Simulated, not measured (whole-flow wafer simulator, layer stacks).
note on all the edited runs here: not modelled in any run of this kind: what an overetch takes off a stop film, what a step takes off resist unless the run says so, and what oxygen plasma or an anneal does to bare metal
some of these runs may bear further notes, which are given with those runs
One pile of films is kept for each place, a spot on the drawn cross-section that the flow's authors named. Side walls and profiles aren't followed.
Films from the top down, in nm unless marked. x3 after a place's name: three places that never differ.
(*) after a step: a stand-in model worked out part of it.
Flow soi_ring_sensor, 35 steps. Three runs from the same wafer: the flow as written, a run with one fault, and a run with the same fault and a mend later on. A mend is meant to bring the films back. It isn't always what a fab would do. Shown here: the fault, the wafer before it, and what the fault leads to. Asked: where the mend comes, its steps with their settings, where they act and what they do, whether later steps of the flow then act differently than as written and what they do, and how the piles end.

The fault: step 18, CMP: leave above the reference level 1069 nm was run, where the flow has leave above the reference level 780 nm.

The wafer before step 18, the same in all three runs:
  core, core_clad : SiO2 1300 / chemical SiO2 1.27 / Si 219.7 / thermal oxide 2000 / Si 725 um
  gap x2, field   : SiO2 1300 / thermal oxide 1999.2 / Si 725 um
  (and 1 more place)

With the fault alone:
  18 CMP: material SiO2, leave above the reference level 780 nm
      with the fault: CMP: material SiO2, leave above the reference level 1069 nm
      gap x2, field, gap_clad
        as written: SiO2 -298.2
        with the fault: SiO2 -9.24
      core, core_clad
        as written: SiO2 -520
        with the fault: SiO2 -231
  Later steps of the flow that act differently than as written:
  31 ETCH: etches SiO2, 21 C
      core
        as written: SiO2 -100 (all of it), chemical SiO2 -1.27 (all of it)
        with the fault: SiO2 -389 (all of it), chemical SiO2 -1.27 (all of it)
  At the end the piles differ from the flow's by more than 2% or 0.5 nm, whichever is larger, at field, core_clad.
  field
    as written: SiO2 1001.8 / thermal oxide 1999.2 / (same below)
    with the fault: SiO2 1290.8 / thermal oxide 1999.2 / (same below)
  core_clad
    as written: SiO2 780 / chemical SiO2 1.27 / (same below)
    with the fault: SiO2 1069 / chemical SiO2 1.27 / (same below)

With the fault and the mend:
  The mend comes after step 27.
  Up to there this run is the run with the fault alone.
  27a STRIP: i-line resist, 250 C, gas O2, power 300 W (*)
      field, core_clad, gap_clad
        i-line resist -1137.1 (all of it)
  27b CMP: material SiO2, leave above the reference level 780 nm (the flow's step 18 once more)
      core, gap x2, field, core_clad, gap_clad
        SiO2 -289
  27c HMDS: 120 C, 60 s (the flow's step 21 once more)
      changes no film at any place that is followed
  27d COAT: i-line resist, thickness 1200 nm (the flow's step 22 once more)
      core, gap x2, field, core_clad, gap_clad
        i-line resist +1200 (new film)
  27e SOFTBAKE: i-line resist (the flow's step 23 once more)
      changes no film at any place that is followed
  27f EXPOSE: photomask WINDOW, dose 101 mJ/cm2, NA 0.5, wavelength 365 nm (*) (the flow's step 24 once more)
      changes no film at any place that is followed
  27g PEB: i-line resist (the flow's step 25 once more)
      core, gap x2, field, core_clad, gap_clad
        i-line resist -62.8
  27h DEVELOP: i-line resist, thickness 1200 nm, 90 s (the flow's step 26 once more)
      core, gap x2
        i-line resist -1137.2 (all of it)
      field, core_clad, gap_clad
        i-line resist -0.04
  No later step of the flow acts differently than as written at any place that is followed.
  At the end the piles are the same as the flow's at every place that both follow.
